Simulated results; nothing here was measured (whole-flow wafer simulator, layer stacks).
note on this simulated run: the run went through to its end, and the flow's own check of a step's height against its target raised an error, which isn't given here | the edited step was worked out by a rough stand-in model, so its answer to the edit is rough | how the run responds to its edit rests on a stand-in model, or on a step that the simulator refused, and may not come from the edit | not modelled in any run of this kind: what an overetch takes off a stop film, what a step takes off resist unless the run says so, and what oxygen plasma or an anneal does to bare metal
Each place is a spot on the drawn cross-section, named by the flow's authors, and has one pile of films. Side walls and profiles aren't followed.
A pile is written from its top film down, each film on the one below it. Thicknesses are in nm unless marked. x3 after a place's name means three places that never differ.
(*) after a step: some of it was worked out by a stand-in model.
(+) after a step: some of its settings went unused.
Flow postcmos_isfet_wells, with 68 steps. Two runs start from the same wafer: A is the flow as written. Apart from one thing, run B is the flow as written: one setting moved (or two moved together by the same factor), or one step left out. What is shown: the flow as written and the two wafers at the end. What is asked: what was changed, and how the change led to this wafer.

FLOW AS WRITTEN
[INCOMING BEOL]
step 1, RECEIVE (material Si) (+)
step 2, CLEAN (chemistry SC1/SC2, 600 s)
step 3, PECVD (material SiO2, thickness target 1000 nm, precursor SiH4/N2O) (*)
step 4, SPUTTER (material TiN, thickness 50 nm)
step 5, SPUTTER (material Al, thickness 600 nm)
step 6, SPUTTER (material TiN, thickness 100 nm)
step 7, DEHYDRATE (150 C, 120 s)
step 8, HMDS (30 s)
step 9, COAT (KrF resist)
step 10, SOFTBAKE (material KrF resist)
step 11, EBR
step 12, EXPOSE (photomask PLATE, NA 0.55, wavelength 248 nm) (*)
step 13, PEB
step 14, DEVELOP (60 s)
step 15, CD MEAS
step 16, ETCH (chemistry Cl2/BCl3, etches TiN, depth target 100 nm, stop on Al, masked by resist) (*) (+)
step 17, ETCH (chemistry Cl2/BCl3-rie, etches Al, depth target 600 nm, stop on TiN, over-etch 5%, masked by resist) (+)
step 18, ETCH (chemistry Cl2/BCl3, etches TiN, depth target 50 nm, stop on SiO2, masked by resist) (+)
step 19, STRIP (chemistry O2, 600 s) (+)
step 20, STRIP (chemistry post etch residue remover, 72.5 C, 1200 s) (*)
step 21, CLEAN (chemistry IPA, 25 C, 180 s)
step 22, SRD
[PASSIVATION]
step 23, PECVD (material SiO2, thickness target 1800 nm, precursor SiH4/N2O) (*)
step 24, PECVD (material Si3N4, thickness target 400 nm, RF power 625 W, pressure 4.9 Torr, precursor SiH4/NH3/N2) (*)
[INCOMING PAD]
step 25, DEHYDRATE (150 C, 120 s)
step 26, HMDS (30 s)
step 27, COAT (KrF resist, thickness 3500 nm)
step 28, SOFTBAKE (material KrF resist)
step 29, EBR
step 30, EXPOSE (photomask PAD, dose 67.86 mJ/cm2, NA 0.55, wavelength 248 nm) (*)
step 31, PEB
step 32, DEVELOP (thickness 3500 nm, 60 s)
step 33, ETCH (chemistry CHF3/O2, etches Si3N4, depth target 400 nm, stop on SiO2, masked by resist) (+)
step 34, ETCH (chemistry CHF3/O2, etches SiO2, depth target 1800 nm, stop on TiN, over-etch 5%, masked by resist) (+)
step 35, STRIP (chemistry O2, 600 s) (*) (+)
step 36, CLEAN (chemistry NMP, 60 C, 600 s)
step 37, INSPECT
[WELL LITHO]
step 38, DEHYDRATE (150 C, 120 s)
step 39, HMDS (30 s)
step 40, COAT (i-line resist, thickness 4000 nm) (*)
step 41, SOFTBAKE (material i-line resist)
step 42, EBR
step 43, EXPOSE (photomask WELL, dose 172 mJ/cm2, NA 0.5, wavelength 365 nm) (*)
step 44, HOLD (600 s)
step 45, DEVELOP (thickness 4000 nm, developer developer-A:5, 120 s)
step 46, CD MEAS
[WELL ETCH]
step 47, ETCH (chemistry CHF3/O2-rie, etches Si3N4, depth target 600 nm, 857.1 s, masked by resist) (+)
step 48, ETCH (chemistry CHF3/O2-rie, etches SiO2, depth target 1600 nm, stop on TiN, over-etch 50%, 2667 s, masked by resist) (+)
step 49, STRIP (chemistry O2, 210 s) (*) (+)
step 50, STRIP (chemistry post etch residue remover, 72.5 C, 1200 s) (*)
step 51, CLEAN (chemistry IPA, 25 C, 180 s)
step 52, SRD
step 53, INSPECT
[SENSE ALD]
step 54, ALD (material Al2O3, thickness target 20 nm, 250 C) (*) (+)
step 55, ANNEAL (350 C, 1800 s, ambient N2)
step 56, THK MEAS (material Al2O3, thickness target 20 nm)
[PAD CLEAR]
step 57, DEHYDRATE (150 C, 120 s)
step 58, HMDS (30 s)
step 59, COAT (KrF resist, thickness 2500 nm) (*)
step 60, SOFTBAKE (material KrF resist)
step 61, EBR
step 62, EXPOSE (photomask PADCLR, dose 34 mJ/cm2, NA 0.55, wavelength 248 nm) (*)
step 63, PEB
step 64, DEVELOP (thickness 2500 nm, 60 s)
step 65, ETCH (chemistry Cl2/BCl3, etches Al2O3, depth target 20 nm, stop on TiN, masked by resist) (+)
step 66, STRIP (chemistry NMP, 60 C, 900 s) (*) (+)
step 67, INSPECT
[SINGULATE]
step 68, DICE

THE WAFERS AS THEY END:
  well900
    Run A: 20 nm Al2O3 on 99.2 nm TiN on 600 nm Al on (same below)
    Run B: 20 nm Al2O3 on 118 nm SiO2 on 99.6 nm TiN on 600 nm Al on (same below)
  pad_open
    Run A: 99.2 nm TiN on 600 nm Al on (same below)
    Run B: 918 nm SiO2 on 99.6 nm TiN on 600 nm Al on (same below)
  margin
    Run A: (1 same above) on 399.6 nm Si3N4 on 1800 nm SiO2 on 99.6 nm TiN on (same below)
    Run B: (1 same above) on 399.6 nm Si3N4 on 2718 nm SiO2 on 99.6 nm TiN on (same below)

Cause: step 23, PECVD: thickness target 2718 nm was run, whereas the flow has thickness target 1800 nm.
The wafer lets one read it off: margin has SiO2 2718, and step 23 as written asks for 1800 nm.

Step by step, how the change led to this:
  step 23, PECVD (material SiO2, thickness target 1800 nm, precursor SiH4/N2O) (*)
      margin, well900, well1300 x3, pad_rim, pad_clr, pad_open: A SiO2 gains 1800 (new film) | B SiO2 gains 2718 (new film)
      field: A SiO2 gains 1800 (new film), void gains 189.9 (new film), SiO2 gains 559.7 | B SiO2 gains 2718 (new film), void gains 189.7 (new film), SiO2 gains 559.8
  step 34, ETCH (chemistry CHF3/O2, etches SiO2, depth target 1800 nm, stop on TiN, over-etch 5%, masked by resist) (+)
      pad_open: A SiO2 loses 1800 (all of it) | B SiO2 loses 1800
  step 48, ETCH (chemistry CHF3/O2-rie, etches SiO2, depth target 1600 nm, stop on TiN, over-etch 50%, 2667 s, masked by resist) (+)
      well900, well1300 x3: A SiO2 loses 1600 (all of it) | B SiO2 loses 2400
  step 59, COAT (KrF resist, thickness 2500 nm) (*)
      field: A KrF resist gains 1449 (new film) | B KrF resist gains 1067 (new film)
      margin: A KrF resist gains 1448.9 (new film) | B KrF resist gains 1066.9 (new film)
  step 63, PEB
      field, margin: A KrF resist loses 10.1 | B KrF resist loses 7.38
  step 66, STRIP (chemistry NMP, 60 C, 900 s) (*) (+)
      field: A KrF resist loses 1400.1 (all of it) | B KrF resist loses 1020.9 (all of it)
      margin: A KrF resist loses 1400.1 (all of it) | B KrF resist loses 1020.8 (all of it)
